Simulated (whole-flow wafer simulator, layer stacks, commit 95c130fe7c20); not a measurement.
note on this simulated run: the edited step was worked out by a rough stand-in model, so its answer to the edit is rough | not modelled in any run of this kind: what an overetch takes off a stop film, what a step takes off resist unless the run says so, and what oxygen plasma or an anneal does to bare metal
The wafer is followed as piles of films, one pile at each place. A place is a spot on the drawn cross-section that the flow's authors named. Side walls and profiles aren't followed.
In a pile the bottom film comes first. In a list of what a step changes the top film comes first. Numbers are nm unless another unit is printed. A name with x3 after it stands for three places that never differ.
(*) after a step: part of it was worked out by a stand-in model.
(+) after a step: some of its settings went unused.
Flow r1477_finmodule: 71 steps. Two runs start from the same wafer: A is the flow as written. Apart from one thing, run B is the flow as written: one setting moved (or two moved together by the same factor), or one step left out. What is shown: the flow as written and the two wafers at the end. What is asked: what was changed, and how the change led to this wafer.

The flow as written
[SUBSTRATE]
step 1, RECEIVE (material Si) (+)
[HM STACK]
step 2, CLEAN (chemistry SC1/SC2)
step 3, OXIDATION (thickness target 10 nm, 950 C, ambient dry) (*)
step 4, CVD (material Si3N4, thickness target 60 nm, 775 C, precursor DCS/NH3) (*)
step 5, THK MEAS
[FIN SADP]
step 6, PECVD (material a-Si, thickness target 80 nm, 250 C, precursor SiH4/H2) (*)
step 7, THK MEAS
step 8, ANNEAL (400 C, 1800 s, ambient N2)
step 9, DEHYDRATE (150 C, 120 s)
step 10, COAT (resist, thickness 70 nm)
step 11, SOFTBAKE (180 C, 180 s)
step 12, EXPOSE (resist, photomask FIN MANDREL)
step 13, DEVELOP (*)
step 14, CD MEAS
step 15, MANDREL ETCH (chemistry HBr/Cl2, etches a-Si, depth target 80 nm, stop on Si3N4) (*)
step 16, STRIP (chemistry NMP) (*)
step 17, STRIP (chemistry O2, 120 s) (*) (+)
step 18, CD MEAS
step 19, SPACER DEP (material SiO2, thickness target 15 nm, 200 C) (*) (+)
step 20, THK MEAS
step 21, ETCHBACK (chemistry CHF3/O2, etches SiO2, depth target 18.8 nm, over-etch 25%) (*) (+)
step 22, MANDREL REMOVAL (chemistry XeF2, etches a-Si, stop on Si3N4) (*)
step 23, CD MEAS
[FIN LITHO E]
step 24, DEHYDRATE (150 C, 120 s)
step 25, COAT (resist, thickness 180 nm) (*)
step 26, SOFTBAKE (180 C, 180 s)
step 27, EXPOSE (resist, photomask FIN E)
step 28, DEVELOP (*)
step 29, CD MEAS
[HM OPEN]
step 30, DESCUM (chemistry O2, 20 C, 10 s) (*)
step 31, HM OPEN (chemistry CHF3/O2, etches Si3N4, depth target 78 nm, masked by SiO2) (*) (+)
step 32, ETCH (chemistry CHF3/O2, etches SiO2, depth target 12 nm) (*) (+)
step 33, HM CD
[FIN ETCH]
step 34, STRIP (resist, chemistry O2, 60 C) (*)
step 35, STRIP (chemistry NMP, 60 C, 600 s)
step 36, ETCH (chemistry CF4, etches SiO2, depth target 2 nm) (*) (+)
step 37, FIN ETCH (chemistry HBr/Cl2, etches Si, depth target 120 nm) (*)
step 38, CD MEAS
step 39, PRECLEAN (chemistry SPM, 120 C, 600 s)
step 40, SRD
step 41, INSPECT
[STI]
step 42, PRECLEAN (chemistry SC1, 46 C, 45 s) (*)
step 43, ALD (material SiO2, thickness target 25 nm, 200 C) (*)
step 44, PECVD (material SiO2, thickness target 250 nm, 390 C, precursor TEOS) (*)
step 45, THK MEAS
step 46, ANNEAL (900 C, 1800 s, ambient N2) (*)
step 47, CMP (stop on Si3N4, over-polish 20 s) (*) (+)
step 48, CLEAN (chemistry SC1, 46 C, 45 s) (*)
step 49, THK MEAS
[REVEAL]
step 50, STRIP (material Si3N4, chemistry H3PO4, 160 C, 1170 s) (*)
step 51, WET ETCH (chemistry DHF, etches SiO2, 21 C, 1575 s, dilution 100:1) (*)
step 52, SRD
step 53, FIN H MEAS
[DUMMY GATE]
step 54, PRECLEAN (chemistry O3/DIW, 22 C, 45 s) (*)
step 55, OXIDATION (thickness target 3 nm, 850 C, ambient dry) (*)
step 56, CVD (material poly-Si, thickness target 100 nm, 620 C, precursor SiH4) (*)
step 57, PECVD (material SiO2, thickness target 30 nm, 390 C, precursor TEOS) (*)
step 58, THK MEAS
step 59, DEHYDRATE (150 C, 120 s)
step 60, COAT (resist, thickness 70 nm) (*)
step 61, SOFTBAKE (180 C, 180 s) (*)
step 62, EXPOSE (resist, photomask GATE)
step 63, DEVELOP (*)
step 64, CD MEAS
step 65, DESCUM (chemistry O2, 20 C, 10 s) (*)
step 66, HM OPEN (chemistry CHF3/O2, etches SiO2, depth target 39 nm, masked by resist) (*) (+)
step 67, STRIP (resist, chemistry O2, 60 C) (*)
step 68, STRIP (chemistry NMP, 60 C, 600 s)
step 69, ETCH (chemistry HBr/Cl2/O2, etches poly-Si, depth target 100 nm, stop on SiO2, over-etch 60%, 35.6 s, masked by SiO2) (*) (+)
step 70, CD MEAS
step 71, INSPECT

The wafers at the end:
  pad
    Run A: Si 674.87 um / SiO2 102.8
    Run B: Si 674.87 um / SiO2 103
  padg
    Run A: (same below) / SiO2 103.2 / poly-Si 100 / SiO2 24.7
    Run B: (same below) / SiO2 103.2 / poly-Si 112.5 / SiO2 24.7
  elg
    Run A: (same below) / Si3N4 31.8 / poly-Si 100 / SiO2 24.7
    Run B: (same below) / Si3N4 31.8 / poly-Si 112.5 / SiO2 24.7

What caused this: step 56, CVD: thickness target 112.5 nm was run, though the flow has thickness target 100 nm.
The wafer lets one read it off: padg has poly-Si 112.5, and step 56 as written asks for 100 nm.

Step by step, how the change led to this:
  step 56, CVD (material poly-Si, thickness target 100 nm, 620 C, precursor SiH4) (*)
      pad, padg, elg and 26 more: A +100 poly-Si (new film) | B +112.5 poly-Si (new film)
      s40cg, s40co: A +113.9 poly-Si (new film) | B +126.6 poly-Si (new film)
      (as well as at 5 more places)
  step 69, ETCH (chemistry HBr/Cl2/O2, etches poly-Si, depth target 100 nm, stop on SiO2, over-etch 60%, 35.6 s, masked by SiO2) (*) (+)
      elo, e40lo, e100lo, e200lo: A -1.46 chemical SiO2 (all of it), -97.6 poly-Si (all of it), -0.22 Si3N4 | B -1.46 chemical SiO2 (all of it), -110.1 poly-Si (all of it)
      pad, eso, e40so and 8 more: A -1.46 chemical SiO2 (all of it), -97.6 poly-Si (all of it), -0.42 SiO2 | B -1.46 chemical SiO2 (all of it), -110.1 poly-Si (all of it), -0.25 SiO2
      (as well as at 3 more places)
